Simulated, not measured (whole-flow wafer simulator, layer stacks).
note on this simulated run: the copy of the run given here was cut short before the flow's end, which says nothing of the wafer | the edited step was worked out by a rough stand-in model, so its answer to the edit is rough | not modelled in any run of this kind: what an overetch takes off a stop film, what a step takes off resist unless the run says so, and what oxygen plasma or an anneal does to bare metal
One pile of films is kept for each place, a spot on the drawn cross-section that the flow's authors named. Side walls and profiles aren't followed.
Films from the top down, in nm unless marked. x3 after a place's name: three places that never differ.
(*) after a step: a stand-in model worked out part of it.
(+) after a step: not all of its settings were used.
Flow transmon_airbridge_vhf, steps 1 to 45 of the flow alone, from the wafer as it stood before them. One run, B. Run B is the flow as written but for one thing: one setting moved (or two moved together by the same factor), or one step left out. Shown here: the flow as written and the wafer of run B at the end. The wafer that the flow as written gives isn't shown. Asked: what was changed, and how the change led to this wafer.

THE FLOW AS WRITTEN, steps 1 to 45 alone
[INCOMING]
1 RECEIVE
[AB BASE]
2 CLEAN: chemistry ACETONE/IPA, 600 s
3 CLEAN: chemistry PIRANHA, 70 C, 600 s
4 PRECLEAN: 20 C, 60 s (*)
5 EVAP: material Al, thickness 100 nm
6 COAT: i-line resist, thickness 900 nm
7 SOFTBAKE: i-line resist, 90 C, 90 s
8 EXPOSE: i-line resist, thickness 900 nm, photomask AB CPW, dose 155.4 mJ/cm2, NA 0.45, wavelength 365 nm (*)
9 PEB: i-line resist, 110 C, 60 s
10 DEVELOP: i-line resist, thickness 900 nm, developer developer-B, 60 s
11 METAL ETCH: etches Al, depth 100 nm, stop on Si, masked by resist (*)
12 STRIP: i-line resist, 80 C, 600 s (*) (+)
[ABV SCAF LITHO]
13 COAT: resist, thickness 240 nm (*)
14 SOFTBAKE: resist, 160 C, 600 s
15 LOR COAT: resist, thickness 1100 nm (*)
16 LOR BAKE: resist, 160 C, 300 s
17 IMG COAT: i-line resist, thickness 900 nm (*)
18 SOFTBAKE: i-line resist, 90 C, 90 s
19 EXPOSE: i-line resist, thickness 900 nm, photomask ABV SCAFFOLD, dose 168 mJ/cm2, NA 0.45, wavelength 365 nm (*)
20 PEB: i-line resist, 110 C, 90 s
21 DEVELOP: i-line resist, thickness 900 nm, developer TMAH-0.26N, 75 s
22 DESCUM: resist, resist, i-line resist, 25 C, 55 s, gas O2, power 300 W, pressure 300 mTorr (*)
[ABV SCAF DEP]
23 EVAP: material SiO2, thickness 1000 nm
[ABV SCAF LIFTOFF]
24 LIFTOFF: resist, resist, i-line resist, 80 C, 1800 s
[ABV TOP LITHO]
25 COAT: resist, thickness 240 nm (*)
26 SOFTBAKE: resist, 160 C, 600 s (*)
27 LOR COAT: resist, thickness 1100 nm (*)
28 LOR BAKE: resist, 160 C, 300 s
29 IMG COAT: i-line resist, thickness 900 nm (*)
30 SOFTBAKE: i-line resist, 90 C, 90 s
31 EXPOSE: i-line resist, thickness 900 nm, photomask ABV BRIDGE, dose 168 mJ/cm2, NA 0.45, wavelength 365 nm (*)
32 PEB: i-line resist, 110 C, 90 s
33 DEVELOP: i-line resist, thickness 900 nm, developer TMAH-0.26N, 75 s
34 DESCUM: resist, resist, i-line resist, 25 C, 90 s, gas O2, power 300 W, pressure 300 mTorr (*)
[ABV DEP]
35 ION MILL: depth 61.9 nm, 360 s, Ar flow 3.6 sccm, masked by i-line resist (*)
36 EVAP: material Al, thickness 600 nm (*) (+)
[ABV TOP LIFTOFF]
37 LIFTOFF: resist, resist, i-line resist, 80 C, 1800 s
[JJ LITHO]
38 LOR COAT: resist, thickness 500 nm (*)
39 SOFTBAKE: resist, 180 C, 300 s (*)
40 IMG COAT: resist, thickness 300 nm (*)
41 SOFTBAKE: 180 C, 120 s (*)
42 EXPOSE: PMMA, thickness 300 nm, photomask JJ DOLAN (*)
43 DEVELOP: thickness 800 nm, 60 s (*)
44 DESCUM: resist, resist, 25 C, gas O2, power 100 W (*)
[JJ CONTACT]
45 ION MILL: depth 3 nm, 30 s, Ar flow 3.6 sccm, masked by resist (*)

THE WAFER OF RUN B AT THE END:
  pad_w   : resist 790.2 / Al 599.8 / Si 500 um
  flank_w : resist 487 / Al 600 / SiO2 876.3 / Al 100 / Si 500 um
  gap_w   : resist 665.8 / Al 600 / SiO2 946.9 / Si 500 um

The cause: step 35, ION MILL: depth 91.3 nm was run, where the flow has depth 61.9 nm; step 35, ION MILL: 531 s was run, where the flow has 360 s.

How the change led to this, step by step:
  35 ION MILL: depth 61.9 nm, 360 s, Ar flow 3.6 sccm, masked by i-line resist (*)
      field x3, jj_line, ground_far, trace_open_s x2, margin_s, margin_n: i-line resist -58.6 (as written it would be: i-line resist -39.7)
      flank_w, gap_w, cpw_trace, gap_e, flank_e, bridge_strip: SiO2 -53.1 (as written it would be: SiO2 -36)
      (and at 2 more places)
  37 LIFTOFF: resist, resist, i-line resist, 80 C, 1800 s
      field x3, jj_line, trace_open_s x2: Al -600 (all of it), i-line resist -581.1 (all of it), resist -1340 (all of it) (as written it would be: Al -600 (all of it), i-line resist -600 (all of it), resist -1340 (all of it))
      margin_s, margin_n: Al -600 (all of it), i-line resist -299.4 (all of it), resist -992 (all of it) (as written it would be: Al -600 (all of it), i-line resist -318.3 (all of it), resist -992 (all of it))
      (and at 1 more place)
